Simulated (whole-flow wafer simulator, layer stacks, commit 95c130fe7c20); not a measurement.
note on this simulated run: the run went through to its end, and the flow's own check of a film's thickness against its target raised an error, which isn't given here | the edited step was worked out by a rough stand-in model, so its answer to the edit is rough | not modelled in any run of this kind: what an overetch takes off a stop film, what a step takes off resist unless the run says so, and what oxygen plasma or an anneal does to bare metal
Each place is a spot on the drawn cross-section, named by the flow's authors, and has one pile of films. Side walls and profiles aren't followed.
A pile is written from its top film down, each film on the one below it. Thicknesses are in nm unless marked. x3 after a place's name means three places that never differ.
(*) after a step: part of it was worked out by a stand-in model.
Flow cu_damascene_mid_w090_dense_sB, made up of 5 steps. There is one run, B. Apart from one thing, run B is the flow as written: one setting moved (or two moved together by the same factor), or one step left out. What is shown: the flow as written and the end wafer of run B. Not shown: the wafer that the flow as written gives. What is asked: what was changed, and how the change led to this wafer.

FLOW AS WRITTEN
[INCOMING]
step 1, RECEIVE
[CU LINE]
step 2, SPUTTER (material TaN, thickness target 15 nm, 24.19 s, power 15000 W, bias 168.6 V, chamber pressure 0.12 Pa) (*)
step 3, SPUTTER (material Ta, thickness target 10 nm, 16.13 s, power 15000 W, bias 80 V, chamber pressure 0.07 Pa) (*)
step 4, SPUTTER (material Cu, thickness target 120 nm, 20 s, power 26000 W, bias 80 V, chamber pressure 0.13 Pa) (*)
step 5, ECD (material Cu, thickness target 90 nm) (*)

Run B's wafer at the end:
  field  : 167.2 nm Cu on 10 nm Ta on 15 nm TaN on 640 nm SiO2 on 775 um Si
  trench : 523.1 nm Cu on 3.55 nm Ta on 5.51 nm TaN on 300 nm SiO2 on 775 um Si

The reason: step 5, ECD: thickness target 47.2 nm was run, whereas the flow has thickness target 90 nm.

Step by step, how the change led to this:
  step 5, ECD (material Cu, thickness target 90 nm) (*)
      field: +47.2 Cu (it would be, as written: +90 Cu)
      trench: +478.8 Cu (it would be, as written: +521.6 Cu)
